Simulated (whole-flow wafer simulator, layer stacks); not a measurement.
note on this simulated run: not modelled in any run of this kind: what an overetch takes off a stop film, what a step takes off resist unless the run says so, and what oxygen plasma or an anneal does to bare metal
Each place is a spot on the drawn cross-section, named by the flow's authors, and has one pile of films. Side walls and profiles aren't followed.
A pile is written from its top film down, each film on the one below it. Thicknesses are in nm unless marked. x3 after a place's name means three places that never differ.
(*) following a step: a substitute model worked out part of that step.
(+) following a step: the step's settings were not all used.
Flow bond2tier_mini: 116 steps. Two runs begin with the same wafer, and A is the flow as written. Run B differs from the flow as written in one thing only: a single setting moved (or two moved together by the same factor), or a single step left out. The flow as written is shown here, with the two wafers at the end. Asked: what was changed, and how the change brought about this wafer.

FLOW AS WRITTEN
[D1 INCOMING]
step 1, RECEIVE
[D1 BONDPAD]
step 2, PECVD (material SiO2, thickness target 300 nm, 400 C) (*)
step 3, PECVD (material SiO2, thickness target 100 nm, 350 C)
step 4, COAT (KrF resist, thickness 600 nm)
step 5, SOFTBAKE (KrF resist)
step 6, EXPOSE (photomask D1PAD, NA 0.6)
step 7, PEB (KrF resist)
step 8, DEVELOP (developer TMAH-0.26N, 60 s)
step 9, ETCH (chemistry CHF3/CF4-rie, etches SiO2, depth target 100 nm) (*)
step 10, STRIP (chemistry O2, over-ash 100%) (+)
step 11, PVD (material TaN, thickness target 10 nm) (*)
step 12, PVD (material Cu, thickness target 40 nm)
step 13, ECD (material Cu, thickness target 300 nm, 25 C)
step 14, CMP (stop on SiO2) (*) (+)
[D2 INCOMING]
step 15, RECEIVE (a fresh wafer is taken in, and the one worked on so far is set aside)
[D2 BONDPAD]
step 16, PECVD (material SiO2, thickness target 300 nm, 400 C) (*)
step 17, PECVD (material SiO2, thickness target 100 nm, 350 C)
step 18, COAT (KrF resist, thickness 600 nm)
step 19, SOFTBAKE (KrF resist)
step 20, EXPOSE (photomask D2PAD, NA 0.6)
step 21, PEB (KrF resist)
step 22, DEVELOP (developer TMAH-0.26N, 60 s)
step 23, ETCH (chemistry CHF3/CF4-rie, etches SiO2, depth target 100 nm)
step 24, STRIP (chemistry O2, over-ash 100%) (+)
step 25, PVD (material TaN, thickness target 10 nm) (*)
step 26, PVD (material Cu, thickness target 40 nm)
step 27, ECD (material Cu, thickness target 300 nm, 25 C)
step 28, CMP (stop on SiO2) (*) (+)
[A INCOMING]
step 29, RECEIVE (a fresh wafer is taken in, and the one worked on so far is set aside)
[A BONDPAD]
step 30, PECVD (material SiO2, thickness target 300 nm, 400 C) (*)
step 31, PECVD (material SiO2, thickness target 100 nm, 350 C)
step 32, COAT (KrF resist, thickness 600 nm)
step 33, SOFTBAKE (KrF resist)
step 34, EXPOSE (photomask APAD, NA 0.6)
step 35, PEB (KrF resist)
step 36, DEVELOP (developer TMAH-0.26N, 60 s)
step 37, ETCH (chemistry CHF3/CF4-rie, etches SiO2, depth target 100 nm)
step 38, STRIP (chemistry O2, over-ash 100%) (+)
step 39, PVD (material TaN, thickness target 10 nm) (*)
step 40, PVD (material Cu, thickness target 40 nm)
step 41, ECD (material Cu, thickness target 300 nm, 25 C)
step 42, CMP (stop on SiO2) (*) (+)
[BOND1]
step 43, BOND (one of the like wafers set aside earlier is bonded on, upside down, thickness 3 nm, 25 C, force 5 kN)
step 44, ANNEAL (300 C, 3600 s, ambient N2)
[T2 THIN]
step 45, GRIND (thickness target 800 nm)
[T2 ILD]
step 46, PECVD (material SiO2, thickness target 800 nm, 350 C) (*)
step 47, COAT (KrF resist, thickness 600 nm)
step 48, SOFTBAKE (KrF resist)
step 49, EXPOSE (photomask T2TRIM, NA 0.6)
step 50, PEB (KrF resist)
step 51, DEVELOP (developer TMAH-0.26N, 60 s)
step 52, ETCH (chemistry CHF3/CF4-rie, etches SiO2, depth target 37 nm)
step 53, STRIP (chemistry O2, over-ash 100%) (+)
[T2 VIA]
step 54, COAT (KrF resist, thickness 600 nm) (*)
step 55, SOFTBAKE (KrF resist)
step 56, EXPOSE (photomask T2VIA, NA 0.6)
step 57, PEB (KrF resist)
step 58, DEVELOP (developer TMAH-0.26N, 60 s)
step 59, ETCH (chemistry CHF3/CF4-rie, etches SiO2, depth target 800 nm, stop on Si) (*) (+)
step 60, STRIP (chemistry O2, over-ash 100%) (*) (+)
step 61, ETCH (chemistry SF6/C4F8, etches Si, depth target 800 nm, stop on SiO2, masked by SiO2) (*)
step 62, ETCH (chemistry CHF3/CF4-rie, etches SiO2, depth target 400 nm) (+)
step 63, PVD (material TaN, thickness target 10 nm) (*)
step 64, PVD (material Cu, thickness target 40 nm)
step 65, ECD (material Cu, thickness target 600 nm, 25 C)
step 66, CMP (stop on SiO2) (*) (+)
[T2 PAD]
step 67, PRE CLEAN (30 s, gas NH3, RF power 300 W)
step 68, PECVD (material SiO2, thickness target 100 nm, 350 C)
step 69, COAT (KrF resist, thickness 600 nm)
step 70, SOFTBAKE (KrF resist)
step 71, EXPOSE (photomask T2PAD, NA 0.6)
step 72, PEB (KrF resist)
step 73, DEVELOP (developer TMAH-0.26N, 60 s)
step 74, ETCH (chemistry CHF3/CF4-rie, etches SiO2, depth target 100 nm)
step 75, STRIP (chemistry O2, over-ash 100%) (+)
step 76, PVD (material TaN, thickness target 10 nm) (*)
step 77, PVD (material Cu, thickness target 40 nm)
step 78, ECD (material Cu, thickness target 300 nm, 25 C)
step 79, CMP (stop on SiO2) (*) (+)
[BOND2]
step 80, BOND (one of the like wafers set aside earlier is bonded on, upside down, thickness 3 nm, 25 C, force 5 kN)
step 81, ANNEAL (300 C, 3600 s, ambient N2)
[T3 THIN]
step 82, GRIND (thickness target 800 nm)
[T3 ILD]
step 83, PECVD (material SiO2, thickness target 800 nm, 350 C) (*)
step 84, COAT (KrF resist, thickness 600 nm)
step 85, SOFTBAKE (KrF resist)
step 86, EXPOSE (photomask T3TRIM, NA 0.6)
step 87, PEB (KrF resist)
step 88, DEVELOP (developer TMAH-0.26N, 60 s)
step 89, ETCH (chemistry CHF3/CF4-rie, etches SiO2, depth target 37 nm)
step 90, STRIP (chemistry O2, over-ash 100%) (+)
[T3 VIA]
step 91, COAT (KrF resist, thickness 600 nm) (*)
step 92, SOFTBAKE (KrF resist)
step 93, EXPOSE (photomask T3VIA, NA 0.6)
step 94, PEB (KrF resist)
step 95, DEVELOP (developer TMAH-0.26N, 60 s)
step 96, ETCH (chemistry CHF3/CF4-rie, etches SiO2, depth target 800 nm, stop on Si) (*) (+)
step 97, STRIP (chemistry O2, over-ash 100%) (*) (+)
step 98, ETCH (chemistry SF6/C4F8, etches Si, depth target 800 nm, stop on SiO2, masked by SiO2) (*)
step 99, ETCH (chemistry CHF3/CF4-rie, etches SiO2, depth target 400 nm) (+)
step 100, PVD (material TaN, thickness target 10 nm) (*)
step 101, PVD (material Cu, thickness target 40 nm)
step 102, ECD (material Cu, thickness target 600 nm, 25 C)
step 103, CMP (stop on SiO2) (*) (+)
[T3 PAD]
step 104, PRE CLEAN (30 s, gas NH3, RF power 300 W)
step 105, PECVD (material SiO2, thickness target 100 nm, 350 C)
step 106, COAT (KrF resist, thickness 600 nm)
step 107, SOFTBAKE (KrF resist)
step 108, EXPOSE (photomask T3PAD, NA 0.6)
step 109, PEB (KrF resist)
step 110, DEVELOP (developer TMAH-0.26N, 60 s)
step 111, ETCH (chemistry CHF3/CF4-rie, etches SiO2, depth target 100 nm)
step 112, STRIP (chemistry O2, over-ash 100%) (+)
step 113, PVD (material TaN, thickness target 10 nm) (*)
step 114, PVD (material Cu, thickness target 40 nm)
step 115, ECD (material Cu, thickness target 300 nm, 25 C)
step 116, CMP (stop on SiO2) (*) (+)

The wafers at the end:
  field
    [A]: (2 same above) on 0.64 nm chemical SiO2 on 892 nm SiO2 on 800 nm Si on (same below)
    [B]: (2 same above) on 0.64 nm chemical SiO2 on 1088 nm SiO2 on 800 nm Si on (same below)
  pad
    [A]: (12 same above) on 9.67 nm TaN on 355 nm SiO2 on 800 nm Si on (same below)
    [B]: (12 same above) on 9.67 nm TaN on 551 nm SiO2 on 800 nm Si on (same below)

The reason: step 62, ETCH: depth target 204 nm was run, though the flow has depth target 400 nm.

How this came from the change, step by step:
  step 62, ETCH (chemistry CHF3/CF4-rie, etches SiO2, depth target 400 nm) (+)
      field, pad: A SiO2 loses 400 | B SiO2 loses 204
